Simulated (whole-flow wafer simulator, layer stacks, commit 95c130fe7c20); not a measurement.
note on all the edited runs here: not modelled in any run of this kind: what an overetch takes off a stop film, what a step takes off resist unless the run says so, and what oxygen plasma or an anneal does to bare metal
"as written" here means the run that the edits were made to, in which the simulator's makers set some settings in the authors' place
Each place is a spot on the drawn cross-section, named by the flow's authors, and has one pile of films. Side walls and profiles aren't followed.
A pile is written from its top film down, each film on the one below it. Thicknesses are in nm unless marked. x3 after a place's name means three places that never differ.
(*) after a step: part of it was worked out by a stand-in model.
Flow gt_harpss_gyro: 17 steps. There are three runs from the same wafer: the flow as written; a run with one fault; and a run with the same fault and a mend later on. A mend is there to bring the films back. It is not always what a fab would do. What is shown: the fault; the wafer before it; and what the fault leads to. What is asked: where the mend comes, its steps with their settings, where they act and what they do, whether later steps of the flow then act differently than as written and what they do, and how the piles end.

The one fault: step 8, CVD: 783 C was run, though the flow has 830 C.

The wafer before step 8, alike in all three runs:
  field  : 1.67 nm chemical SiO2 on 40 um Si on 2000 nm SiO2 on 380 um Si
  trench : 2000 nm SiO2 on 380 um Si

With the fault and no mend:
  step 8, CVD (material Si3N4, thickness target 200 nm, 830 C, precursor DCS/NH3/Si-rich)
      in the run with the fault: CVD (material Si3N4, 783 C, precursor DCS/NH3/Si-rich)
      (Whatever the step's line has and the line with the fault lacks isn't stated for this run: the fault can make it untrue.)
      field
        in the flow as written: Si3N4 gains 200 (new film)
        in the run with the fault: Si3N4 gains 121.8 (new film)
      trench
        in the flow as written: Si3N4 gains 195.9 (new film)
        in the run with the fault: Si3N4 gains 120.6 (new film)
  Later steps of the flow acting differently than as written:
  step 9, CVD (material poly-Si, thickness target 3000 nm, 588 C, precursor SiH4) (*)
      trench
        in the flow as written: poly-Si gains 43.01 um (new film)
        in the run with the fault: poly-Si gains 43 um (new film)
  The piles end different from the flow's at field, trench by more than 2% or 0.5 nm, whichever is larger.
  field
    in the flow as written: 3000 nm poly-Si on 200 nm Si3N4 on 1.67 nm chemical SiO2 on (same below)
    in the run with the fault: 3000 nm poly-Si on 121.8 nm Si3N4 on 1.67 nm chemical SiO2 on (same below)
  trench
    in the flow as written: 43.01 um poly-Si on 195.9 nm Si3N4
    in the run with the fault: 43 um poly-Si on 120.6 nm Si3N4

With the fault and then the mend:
  After step 8 comes the mend.
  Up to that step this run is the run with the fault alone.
  step 8a, CVD (material Si3N4, thickness target 77.54 nm, 830 C, precursor DCS/NH3/Si-rich) (the flow's step 8, run once more with other settings)
      field
        Si3N4 gains 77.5
      trench
        Si3N4 gains 75.7
  Later steps of the flow acting differently than as written:
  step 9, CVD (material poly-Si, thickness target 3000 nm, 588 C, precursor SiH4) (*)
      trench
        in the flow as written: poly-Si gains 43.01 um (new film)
        in the run with the mend: poly-Si gains 43 um (new film)
  When the end is reached, the piles differ only a little from the flow's at the places that both follow, at most by 2% or 0.5 nm, whichever is larger.
